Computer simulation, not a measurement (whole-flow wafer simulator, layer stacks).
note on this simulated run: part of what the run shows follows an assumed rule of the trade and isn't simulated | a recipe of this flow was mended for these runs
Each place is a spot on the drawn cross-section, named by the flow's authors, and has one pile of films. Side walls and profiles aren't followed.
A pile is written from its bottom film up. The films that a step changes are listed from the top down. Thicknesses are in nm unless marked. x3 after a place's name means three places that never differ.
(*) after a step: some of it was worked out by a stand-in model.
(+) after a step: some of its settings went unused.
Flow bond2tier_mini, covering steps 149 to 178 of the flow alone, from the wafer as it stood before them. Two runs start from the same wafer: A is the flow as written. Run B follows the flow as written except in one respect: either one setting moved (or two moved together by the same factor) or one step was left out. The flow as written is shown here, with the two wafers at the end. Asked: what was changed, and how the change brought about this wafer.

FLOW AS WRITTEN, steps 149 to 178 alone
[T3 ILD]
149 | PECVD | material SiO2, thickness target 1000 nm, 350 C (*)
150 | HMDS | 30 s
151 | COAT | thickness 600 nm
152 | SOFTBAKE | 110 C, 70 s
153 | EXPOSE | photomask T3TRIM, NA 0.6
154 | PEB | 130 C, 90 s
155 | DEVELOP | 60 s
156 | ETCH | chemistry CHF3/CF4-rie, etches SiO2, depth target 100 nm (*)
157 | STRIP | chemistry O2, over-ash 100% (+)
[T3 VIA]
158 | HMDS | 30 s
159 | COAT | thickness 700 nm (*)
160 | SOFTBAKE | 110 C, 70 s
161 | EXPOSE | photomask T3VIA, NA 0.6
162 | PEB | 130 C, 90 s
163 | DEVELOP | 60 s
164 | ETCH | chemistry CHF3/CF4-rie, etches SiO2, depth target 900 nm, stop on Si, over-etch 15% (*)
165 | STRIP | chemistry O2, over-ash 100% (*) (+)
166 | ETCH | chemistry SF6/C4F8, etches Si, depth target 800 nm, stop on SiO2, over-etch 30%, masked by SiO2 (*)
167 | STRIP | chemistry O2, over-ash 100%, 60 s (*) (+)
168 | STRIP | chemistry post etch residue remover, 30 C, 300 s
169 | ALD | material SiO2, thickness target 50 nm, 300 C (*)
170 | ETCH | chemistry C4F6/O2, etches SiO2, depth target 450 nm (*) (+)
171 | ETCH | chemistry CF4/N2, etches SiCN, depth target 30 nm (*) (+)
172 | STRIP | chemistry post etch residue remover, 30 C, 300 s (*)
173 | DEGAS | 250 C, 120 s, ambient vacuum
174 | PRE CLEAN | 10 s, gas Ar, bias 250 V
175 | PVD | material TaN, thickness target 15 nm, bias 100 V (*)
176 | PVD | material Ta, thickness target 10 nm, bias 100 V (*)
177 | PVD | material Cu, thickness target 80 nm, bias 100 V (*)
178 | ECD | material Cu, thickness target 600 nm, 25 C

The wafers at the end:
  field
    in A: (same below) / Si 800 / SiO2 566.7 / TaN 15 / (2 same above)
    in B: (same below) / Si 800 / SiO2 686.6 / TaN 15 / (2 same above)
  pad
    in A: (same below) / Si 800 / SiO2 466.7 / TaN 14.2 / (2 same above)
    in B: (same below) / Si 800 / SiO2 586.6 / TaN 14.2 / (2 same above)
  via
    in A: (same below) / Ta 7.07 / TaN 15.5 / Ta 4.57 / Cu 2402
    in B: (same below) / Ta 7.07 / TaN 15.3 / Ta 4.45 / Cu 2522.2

Cause: step 149, PECVD: thickness target 1120 nm was run, while the flow as written has thickness target 1000 nm.

Step by step, how the change led to this:
  149 | PECVD | material SiO2, thickness target 1000 nm, 350 C (*)
      field, pad, via: A SiO2 gains 1000 (new film) | B SiO2 gains 1120 (new film)
  164 | ETCH | chemistry CHF3/CF4-rie, etches SiO2, depth target 900 nm, stop on Si, over-etch 15% (*)
      via: A SiO2 loses 900 (all of it), Si loses 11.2 | B SiO2 loses 1020 (all of it), Si loses 1.25
  177 | PVD | material Cu, thickness target 80 nm, bias 100 V (*)
      via: A Cu gains 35 (new film) | B Cu gains 34 (new film)
  178 | ECD | material Cu, thickness target 600 nm, 25 C
      via: A Cu gains 2367 | B Cu gains 2488.2
